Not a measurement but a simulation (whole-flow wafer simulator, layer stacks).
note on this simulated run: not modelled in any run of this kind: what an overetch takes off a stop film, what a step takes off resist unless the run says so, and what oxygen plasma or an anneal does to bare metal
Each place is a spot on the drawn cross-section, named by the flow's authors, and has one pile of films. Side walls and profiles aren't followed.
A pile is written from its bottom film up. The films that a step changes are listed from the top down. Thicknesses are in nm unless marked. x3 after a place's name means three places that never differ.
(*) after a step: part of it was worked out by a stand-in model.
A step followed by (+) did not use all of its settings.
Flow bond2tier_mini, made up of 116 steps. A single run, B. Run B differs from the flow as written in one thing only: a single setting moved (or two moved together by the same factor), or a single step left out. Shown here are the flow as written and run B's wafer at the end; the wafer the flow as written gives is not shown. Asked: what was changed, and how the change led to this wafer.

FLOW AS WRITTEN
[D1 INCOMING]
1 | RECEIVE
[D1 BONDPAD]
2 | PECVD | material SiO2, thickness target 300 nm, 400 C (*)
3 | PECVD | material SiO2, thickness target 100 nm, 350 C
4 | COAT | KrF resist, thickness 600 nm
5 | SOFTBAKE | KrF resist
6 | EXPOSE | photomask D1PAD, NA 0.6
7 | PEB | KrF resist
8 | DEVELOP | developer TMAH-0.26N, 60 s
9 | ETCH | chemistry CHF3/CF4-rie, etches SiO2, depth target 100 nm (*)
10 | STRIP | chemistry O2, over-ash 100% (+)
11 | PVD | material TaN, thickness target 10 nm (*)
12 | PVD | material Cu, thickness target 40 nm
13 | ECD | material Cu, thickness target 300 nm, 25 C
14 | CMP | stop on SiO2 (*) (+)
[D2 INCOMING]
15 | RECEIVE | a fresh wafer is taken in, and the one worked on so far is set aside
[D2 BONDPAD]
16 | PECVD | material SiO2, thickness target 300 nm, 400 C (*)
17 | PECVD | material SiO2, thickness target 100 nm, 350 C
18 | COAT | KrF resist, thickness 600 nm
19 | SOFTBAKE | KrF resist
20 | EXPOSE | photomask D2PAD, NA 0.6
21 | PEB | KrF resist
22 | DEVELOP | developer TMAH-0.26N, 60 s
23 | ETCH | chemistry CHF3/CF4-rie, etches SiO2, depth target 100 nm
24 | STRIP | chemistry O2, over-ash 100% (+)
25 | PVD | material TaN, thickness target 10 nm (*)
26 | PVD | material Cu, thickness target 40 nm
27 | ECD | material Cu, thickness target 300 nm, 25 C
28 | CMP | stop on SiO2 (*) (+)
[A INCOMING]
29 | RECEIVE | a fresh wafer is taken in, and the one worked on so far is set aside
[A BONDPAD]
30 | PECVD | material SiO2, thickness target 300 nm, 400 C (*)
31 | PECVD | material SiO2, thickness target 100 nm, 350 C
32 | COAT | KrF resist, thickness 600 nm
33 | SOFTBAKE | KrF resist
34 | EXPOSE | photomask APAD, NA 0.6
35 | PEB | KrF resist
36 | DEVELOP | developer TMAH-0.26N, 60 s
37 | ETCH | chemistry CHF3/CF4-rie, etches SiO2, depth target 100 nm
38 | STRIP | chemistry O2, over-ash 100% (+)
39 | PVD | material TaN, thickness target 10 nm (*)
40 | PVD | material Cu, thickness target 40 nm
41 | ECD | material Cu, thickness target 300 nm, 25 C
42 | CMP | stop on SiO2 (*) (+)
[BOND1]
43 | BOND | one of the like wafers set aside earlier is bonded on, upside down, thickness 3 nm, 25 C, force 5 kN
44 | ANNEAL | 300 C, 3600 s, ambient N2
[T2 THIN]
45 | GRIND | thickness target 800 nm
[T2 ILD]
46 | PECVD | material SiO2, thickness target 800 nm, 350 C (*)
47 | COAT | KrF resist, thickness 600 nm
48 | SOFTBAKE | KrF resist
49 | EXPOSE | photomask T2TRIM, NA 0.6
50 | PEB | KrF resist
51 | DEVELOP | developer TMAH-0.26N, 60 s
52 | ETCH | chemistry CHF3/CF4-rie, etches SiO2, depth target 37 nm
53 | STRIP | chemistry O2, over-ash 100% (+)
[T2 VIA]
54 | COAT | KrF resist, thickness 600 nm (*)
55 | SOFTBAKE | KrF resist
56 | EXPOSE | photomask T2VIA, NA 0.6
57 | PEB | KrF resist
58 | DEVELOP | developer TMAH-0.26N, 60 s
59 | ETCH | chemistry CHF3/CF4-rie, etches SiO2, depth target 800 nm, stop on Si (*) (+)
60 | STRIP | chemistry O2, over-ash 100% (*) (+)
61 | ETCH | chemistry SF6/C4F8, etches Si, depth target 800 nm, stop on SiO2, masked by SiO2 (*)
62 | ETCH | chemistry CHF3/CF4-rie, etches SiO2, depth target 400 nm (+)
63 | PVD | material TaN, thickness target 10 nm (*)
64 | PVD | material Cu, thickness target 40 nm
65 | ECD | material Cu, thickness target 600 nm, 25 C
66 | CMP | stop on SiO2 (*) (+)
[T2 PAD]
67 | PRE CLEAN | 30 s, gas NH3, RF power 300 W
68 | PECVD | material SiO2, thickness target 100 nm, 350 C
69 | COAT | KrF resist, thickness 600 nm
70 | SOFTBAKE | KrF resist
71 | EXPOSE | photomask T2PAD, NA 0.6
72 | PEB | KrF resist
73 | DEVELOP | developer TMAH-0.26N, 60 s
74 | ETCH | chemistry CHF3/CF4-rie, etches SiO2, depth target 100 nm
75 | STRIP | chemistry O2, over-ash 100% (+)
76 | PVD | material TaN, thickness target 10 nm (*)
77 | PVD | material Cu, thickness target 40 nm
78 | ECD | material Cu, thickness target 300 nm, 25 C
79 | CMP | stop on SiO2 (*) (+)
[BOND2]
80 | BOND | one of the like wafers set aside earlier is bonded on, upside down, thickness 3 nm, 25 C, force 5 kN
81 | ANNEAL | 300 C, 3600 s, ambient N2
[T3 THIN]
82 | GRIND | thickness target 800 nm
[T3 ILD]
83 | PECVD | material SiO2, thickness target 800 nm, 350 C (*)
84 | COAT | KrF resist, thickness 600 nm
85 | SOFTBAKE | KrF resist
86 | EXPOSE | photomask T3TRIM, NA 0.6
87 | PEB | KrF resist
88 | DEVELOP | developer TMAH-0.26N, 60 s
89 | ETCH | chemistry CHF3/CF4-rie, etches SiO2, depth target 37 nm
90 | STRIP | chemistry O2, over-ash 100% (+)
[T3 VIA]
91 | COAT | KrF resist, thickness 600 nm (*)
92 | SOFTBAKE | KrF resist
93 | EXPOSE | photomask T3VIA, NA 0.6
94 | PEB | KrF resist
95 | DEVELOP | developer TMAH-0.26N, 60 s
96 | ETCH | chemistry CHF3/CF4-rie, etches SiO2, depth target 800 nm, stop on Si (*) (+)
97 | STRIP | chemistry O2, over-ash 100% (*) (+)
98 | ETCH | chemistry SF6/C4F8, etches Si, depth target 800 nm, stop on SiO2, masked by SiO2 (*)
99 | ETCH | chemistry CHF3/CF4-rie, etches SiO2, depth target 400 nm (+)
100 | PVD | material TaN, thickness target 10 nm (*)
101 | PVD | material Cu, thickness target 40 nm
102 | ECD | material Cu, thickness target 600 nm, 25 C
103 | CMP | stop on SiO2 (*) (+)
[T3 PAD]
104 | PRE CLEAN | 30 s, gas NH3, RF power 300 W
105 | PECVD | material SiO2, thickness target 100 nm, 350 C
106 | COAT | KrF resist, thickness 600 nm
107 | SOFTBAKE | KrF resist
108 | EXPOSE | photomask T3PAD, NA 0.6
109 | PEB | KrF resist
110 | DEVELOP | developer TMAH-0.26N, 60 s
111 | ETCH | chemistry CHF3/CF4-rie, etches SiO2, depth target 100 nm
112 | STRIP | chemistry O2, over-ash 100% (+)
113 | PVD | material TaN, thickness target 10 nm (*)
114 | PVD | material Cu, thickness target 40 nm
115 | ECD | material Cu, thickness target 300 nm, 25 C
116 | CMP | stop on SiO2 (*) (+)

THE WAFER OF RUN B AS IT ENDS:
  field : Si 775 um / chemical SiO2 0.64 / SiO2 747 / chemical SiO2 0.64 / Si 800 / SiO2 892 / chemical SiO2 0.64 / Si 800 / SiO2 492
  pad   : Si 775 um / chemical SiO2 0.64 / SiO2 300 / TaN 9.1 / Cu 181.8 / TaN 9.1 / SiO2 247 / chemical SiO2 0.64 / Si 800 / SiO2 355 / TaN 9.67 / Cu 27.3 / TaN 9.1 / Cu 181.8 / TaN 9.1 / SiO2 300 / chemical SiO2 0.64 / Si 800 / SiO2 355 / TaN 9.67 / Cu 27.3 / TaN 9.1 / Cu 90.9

Cause: step 3, PECVD: thickness target 47 nm was run, though the flow has thickness target 100 nm.

The path from the change to this, step by step:
  3 | PECVD | material SiO2, thickness target 100 nm, 350 C
      field, pad, via: +47 SiO2 (it would be, as written: +100 SiO2)
  43 | BOND | one of the like wafers set aside earlier is bonded on, upside down, thickness 3 nm, 25 C, force 5 kN
      field: +775 um Si (new film), +0.64 chemical SiO2 (new film), +347 SiO2 (it would be, as written: +775 um Si (new film), +0.64 chemical SiO2 (new film), +400 SiO2)
      pad: +775 um Si (new film), +0.64 chemical SiO2 (new film), +247 SiO2 (new film), +9.1 TaN (new film), +90.9 Cu (it would be, as written: +775 um Si (new film), +0.64 chemical SiO2 (new film), +300 SiO2 (new film), +9.1 TaN (new film), +90.9 Cu)
      (as well as at 1 more place)
